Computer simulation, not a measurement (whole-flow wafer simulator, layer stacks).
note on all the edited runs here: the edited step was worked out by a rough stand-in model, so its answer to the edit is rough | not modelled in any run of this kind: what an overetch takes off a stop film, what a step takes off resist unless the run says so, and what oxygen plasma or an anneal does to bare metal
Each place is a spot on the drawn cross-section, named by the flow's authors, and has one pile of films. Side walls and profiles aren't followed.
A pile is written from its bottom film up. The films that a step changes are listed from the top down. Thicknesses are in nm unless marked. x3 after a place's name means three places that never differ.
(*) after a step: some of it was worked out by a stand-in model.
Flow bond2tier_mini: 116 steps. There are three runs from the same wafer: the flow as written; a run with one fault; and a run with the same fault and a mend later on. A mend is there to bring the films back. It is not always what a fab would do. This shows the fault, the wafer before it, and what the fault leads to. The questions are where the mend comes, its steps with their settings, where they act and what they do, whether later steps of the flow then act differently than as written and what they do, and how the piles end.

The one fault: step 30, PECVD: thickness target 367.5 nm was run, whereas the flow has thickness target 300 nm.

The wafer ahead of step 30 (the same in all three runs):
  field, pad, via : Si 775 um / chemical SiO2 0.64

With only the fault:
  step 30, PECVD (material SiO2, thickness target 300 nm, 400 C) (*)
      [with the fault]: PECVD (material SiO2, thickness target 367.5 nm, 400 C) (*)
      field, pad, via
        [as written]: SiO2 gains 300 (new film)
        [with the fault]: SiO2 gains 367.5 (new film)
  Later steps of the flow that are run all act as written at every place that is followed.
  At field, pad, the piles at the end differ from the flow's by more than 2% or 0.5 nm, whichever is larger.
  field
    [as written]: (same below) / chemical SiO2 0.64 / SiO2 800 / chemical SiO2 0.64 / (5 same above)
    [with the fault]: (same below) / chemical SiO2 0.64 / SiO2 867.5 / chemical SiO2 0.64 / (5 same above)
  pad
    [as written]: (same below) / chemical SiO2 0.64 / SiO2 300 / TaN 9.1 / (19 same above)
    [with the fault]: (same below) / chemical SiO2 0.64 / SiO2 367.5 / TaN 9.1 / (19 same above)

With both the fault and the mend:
  After step 30 comes the mend.
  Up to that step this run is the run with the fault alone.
  step 30a, ETCH (chemistry CHF3/CF4-rie, etches SiO2, depth target 67.5 nm) (a further turn of the flow's step 9, with different settings)
      field, pad, via
        SiO2 loses 67.5
  Later steps of the flow that are run all act as written at every place that is followed.
  By the end, the piles equal the flow's at every place that both follow.
